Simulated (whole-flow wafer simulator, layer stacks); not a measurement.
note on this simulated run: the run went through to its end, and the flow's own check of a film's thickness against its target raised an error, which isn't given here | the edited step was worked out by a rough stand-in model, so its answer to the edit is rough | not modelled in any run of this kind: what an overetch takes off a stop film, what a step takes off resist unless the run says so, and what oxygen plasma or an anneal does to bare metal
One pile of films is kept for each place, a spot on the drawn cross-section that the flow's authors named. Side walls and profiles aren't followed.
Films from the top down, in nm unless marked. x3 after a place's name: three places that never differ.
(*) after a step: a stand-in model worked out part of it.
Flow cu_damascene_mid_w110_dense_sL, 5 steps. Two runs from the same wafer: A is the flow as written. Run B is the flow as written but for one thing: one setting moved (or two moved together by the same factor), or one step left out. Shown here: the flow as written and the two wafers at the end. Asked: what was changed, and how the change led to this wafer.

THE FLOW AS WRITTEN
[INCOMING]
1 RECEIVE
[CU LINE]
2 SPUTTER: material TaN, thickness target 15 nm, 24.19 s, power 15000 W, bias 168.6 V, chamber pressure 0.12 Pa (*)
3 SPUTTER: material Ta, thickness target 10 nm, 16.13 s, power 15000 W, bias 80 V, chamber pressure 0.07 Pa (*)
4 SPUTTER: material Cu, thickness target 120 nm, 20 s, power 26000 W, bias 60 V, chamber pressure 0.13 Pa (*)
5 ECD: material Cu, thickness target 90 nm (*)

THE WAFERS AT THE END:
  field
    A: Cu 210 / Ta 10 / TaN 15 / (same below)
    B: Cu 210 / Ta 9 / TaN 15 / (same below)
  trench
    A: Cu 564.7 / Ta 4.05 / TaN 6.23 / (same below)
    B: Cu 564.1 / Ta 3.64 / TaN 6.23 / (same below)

The cause: step 3, SPUTTER: thickness target 9 nm was run, where the flow has thickness target 10 nm; step 3, SPUTTER: 14.52 s was run, where the flow has 16.13 s.
It can be read off the wafer: field has Ta 9, and step 3 as written asks for 10 nm.

How the change led to this, step by step:
  3 SPUTTER: material Ta, thickness target 10 nm, 16.13 s, power 15000 W, bias 80 V, chamber pressure 0.07 Pa (*)
      field: A Ta +10 (new film) | B Ta +9 (new film)
